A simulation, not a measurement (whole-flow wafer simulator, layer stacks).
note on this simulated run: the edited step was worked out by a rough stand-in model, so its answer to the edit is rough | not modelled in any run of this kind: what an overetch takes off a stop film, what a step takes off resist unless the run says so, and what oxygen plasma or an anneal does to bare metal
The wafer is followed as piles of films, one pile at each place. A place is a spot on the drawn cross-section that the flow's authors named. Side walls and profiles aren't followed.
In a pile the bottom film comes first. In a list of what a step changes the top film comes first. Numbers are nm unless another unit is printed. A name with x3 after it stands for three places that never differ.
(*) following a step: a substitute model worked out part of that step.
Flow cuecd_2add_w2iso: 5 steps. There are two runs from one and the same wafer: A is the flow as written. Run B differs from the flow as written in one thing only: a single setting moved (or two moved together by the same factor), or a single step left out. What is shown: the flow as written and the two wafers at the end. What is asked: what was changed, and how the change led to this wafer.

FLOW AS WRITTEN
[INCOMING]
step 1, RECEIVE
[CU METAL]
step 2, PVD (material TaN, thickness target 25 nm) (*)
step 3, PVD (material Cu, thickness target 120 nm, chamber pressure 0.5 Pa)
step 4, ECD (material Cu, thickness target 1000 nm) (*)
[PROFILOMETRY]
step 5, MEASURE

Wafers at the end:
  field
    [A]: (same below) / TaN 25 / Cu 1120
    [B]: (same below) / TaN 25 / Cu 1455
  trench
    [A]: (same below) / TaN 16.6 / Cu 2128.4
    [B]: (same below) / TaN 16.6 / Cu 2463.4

What caused this: step 4, ECD: thickness target 1335 nm was run, though the flow has thickness target 1000 nm.

How this came from the change, step by step:
  step 4, ECD (material Cu, thickness target 1000 nm) (*)
      field: A Cu gains 1000 | B Cu gains 1335
      trench: A Cu gains 2047.6 | B Cu gains 2382.6
